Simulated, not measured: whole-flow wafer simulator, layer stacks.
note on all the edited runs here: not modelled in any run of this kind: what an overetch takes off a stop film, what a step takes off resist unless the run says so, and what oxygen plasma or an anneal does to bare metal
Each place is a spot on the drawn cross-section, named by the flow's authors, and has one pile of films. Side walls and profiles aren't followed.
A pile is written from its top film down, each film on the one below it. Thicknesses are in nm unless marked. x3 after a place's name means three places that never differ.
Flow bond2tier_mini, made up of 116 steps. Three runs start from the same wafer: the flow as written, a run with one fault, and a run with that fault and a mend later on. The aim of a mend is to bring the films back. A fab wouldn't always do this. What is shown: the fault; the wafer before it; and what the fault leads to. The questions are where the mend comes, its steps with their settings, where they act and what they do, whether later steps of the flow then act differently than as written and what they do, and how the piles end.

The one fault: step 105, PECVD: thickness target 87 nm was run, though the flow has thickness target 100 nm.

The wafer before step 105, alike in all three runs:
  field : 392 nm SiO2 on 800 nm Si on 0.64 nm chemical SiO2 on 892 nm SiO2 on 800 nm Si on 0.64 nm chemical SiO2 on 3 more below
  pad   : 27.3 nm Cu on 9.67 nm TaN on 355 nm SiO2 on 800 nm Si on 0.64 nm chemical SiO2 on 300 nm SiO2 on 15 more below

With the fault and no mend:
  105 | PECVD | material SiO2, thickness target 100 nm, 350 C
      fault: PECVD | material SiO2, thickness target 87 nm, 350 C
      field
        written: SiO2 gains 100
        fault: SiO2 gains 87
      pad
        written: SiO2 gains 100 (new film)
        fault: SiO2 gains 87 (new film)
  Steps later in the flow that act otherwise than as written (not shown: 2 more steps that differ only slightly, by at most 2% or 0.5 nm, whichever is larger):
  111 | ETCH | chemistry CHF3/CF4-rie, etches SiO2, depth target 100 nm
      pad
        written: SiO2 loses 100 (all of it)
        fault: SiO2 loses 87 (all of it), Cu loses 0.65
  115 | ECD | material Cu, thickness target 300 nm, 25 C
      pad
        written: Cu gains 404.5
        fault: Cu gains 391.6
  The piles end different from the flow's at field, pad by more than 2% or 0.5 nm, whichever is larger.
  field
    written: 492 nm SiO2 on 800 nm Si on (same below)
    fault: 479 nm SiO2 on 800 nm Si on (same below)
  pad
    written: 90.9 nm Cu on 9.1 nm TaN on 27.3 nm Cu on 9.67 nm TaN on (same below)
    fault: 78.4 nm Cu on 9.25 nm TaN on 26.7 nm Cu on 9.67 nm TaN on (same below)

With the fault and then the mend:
  The mend follows step 105.
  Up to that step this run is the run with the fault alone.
  105a | PECVD | material SiO2, thickness target 13 nm, 350 C (the flow's step 105 again, with other settings)
      field, pad
        SiO2 gains 13
  None of the later steps of the flow acts differently than as written at any place that is followed.
  At every place that both follow, the piles at the end match the flow's.
